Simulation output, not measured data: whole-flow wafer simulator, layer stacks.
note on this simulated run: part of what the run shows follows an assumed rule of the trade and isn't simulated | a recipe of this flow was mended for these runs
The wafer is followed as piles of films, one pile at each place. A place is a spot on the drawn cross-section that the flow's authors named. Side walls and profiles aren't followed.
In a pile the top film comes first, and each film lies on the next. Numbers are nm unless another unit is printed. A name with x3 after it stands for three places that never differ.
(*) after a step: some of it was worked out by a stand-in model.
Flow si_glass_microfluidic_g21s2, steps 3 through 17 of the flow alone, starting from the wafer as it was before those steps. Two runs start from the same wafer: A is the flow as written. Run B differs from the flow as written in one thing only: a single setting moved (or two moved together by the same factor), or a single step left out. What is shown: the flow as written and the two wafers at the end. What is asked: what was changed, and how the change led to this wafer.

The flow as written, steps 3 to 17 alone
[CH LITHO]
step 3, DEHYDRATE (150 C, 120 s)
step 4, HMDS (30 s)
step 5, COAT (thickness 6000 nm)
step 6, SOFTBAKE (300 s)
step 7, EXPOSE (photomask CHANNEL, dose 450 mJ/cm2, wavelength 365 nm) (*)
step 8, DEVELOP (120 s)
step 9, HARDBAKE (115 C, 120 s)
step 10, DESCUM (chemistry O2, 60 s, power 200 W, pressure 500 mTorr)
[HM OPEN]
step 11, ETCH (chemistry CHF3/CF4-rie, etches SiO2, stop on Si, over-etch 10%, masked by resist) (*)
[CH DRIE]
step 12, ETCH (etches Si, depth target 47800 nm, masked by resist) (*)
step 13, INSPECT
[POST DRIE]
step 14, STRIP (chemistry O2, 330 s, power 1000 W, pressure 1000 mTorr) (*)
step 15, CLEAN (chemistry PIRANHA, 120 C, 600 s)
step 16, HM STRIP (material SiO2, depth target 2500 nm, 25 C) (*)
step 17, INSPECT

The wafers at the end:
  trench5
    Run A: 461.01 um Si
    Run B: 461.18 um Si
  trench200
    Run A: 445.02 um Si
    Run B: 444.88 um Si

The reason: step 5, COAT: thickness 6720 nm was run, whereas the flow has thickness 6000 nm.

The path from the change to this, step by step:
  step 5, COAT (thickness 6000 nm)
      land, trench20, trench5, trench200: A thick-i-line-resist gains 6000 (new film) | B thick-i-line-resist gains 6720 (new film)
  step 8, DEVELOP (120 s)
      trench20, trench5, trench200: A thick-i-line-resist loses 6000 (all of it) | B thick-i-line-resist loses 6720 (all of it)
  step 9, HARDBAKE (115 C, 120 s)
      land: A thick-i-line-resist loses 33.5 | B thick-i-line-resist loses 39.5
  step 12, ETCH (etches Si, depth target 47800 nm, masked by resist) (*)
      trench5: A Si loses 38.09 um | B Si loses 37.92 um
      trench200: A Si loses 54.08 um | B Si loses 54.22 um
  step 14, STRIP (chemistry O2, 330 s, power 1000 W, pressure 1000 mTorr) (*)
      land: A thick-i-line-resist loses 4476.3 (all of it) | B thick-i-line-resist loses 5188.6 (all of it)
